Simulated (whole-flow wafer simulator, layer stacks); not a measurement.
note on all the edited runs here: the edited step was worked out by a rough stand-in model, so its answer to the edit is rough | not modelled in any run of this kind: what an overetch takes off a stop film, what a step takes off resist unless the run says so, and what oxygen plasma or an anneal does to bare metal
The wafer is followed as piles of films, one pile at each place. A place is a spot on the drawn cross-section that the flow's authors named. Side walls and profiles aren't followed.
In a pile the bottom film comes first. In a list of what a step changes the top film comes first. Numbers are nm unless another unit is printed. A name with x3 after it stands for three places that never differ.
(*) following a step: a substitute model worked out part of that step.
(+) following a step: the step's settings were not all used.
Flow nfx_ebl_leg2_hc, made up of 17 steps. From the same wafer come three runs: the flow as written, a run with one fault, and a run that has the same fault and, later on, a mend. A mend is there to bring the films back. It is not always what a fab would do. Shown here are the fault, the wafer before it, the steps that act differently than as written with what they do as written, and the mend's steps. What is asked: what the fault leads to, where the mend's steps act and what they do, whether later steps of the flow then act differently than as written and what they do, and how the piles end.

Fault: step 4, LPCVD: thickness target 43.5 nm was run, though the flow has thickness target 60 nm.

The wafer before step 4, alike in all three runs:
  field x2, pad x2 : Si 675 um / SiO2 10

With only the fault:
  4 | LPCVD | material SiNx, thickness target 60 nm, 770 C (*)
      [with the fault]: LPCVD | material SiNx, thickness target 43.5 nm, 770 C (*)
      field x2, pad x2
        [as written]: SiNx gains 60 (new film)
        [with the fault]: SiNx gains 43.5 (new film)
  Later steps of the flow acting differently than as written:
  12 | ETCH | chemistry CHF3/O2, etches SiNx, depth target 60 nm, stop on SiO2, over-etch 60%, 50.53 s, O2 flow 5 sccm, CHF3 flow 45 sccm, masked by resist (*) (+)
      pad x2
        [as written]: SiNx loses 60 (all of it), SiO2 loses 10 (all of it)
        [with the fault]: SiNx loses 43.5 (all of it), SiO2 loses 10 (all of it)
  The piles end different from the flow's at field x2 by more than 2% or 0.5 nm, whichever is larger.
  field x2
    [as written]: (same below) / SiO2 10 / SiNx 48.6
    [with the fault]: (same below) / SiO2 10 / SiNx 32.1

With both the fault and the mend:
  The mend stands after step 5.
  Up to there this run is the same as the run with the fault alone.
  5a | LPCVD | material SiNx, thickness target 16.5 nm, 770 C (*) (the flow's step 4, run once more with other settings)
      field x2, pad x2
        SiNx gains 16.5
  Later steps of the flow that are run all act as written at every place that is followed.
  At every place that both follow, the piles at the end match the flow's.
